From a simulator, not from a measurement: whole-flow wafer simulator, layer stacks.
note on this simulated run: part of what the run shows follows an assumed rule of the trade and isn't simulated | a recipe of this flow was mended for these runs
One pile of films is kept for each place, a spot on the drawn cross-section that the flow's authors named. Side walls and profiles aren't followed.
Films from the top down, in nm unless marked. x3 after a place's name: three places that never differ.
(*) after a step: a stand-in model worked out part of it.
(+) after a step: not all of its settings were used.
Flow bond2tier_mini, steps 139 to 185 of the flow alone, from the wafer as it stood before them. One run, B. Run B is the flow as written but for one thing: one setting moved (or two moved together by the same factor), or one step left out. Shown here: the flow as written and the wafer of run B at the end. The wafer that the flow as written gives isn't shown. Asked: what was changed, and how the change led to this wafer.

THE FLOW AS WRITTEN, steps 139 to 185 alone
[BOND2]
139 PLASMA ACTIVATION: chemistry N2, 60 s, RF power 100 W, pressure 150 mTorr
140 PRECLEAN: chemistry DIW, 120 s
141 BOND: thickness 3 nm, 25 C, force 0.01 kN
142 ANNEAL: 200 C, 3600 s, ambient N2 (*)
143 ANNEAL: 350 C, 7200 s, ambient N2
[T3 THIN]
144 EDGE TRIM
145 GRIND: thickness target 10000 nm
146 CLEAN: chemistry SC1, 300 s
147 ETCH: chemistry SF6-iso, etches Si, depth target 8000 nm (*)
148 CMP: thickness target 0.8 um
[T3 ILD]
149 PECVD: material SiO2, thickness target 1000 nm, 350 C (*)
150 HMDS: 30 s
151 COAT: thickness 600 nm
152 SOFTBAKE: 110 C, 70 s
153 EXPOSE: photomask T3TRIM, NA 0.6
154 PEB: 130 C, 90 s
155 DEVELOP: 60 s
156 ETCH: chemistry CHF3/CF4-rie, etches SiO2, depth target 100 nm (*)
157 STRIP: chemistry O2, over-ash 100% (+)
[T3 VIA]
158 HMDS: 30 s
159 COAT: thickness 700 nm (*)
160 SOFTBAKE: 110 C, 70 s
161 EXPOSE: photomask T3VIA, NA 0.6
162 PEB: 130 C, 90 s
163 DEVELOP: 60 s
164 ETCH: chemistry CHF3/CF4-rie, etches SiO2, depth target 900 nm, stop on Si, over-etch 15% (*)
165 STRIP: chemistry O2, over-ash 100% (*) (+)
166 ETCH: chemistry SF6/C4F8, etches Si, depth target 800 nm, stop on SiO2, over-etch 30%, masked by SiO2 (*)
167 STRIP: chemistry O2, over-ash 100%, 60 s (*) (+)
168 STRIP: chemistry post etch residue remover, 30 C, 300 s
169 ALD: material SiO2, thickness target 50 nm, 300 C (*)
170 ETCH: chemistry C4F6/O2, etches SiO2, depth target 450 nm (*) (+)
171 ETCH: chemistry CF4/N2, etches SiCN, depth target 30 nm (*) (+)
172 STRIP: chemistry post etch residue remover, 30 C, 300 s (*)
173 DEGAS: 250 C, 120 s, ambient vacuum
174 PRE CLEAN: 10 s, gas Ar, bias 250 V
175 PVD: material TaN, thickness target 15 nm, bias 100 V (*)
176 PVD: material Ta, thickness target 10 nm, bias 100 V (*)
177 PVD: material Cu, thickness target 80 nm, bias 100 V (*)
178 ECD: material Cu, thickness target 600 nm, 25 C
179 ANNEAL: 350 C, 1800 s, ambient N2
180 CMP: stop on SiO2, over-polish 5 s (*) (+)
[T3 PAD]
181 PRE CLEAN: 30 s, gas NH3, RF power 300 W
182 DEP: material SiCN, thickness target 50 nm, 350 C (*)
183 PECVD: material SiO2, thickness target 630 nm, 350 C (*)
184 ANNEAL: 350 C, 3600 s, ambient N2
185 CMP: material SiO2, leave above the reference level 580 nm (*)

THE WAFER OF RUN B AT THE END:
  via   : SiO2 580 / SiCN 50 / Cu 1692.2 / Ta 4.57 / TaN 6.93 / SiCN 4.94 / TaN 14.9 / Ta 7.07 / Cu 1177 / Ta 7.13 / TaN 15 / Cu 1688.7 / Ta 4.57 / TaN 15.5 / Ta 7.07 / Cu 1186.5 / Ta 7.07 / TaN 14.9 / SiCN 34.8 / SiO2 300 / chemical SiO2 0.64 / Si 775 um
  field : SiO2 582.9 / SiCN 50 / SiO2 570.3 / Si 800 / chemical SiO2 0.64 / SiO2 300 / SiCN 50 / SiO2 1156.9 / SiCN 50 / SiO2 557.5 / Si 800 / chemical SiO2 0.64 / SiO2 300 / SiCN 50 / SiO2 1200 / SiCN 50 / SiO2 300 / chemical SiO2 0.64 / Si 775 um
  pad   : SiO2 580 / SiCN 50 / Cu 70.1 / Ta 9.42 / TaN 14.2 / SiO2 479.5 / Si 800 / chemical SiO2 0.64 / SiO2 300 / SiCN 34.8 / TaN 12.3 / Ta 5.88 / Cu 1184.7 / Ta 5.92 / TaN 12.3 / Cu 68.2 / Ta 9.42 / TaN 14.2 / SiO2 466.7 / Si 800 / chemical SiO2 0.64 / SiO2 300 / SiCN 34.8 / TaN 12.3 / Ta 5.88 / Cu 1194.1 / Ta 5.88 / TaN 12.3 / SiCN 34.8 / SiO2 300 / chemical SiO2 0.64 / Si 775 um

The cause: step 171, ETCH: depth target 10.8 nm was run, where the flow has depth target 30 nm.

How the change led to this, step by step:
  171 ETCH: chemistry CF4/N2, etches SiCN, depth target 30 nm (*) (+)
      via: SiCN -10.8 (as written it would be: SiCN -17.6 (all of it), TaN -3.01)
      field, pad: SiO2 -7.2 (as written it would be: SiO2 -20)
  174 PRE CLEAN: 10 s, gas Ar, bias 250 V
      via: SiCN -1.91 (as written it would be: TaN -3.19)
  175 PVD: material TaN, thickness target 15 nm, bias 100 V (*)
      via: TaN +6.93 (new film) (as written it would be: TaN +6.94)
Counting metal films that touch as one body, via has 2 bodies (between them, from the top down: SiCN 4.94); the flow as written gives 1 body.
